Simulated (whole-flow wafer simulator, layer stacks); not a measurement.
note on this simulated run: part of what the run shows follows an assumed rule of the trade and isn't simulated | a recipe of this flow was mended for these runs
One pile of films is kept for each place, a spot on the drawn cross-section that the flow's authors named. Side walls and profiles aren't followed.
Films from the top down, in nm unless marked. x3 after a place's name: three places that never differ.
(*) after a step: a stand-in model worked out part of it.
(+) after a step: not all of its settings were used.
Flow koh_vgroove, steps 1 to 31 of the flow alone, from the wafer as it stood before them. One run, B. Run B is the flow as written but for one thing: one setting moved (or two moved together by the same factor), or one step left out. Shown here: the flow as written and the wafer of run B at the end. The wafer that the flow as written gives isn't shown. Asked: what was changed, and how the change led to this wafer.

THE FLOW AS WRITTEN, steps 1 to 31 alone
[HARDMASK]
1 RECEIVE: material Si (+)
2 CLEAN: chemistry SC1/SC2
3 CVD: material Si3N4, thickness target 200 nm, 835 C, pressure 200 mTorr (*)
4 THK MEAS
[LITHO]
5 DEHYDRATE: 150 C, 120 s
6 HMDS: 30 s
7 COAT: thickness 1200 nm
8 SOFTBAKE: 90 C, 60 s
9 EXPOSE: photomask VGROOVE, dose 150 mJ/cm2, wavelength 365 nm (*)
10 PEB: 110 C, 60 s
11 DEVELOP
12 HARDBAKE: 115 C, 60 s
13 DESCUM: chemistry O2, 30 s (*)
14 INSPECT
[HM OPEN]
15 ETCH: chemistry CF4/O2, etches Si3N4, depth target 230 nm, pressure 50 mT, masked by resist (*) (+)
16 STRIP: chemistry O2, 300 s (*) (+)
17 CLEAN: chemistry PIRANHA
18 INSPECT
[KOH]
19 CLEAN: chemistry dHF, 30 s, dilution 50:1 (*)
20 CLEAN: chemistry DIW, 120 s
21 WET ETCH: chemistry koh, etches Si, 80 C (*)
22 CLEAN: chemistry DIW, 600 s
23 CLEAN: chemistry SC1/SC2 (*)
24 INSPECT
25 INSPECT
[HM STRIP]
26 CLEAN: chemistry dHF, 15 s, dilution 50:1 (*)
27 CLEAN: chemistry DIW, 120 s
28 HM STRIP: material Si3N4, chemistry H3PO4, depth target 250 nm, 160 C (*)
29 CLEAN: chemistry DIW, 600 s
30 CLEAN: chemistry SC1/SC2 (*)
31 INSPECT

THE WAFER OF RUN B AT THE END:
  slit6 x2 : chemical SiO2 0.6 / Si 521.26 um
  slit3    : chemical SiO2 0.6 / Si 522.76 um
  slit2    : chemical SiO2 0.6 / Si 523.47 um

The cause: step 15, ETCH: depth target 200.1 nm was run, where the flow has depth target 230 nm.

How the change led to this, step by step:
  15 ETCH: chemistry CF4/O2, etches Si3N4, depth target 230 nm, pressure 50 mT, masked by resist (*) (+)
      slit3, slit2, slit6 x2: Si3N4 -200 (all of it), chemical SiO2 -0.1 (as written it would be: Si3N4 -200 (all of it), chemical SiO2 -0.64 (all of it), Si -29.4)
      field: i-line-resist -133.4 (as written it would be: i-line-resist -153.3)
  16 STRIP: chemistry O2, 300 s (*) (+)
      slit3, slit2, slit6 x2: chemical SiO2 +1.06, Si -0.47 (as written it would be: chemical SiO2 +1.6 (new film), Si -0.7)
      field: i-line-resist -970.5 (all of it) (as written it would be: i-line-resist -950.6 (all of it))
